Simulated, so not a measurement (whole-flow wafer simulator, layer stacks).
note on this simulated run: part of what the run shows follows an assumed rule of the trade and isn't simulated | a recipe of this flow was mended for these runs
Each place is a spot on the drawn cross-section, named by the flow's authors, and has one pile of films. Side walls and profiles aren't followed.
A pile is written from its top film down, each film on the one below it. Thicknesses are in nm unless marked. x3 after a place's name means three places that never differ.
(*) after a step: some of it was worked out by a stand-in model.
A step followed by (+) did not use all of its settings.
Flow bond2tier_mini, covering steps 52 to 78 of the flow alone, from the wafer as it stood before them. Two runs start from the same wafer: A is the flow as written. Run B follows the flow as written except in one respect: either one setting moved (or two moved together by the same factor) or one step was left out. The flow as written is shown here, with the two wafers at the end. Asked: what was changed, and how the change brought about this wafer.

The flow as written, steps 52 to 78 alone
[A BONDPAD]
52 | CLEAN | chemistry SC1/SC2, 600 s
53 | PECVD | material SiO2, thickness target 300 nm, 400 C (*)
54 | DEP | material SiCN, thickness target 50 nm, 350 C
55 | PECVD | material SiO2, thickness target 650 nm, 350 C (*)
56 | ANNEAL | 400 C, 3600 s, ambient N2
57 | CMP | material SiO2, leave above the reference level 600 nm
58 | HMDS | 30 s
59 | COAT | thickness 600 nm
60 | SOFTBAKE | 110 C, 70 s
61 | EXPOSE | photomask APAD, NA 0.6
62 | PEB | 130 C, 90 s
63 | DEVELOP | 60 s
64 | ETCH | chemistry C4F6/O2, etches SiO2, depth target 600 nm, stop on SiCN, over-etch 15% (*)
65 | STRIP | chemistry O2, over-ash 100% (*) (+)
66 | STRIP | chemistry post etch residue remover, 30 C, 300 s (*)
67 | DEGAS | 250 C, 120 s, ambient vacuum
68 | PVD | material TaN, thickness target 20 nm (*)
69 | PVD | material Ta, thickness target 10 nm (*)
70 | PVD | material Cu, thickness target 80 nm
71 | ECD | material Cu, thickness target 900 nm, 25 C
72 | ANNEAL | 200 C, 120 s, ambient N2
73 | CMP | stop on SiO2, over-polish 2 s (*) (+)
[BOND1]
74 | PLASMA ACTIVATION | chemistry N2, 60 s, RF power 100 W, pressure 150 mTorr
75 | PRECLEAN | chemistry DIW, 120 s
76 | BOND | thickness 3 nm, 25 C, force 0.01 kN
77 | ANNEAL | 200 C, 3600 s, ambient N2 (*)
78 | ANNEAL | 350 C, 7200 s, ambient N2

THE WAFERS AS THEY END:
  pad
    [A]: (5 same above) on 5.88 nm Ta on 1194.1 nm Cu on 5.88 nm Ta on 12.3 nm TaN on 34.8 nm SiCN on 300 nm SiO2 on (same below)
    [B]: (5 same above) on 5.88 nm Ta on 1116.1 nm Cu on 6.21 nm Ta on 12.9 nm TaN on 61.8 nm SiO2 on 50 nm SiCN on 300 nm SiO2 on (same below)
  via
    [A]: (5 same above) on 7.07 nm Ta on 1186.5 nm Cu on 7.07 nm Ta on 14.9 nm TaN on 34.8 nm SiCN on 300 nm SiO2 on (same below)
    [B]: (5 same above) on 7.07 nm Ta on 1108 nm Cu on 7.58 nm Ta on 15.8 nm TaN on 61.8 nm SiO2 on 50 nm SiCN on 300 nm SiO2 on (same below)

What caused this: step 64, ETCH: depth target 468 nm was run, though the flow has depth target 600 nm.

The path from the change to this, step by step:
  64 | ETCH | chemistry C4F6/O2, etches SiO2, depth target 600 nm, stop on SiCN, over-etch 15% (*)
      pad, via: A -600 SiO2 (all of it), -15.2 SiCN | B -538.2 SiO2
      field: A -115 thick-KrF-resist | B -89.7 thick-KrF-resist
  65 | STRIP | chemistry O2, over-ash 100% (*) (+)
      field: A -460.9 thick-KrF-resist (all of it) | B -486.2 thick-KrF-resist (all of it)
  68 | PVD | material TaN, thickness target 20 nm (*)
      pad: A +12.3 TaN (new film) | B +12.9 TaN (new film)
      via: A +14.9 TaN (new film) | B +15.8 TaN (new film)
  69 | PVD | material Ta, thickness target 10 nm (*)
      via: A +7.07 Ta (new film) | B +7.58 Ta (new film)
  70 | PVD | material Cu, thickness target 80 nm
      pad: A +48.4 Cu (new film) | B +50.9 Cu (new film)
      via: A +59 Cu (new film) | B +62.8 Cu (new film)
  71 | ECD | material Cu, thickness target 900 nm, 25 C
      pad: A +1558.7 Cu | B +1478.2 Cu
      via: A +1544.3 Cu | B +1462 Cu
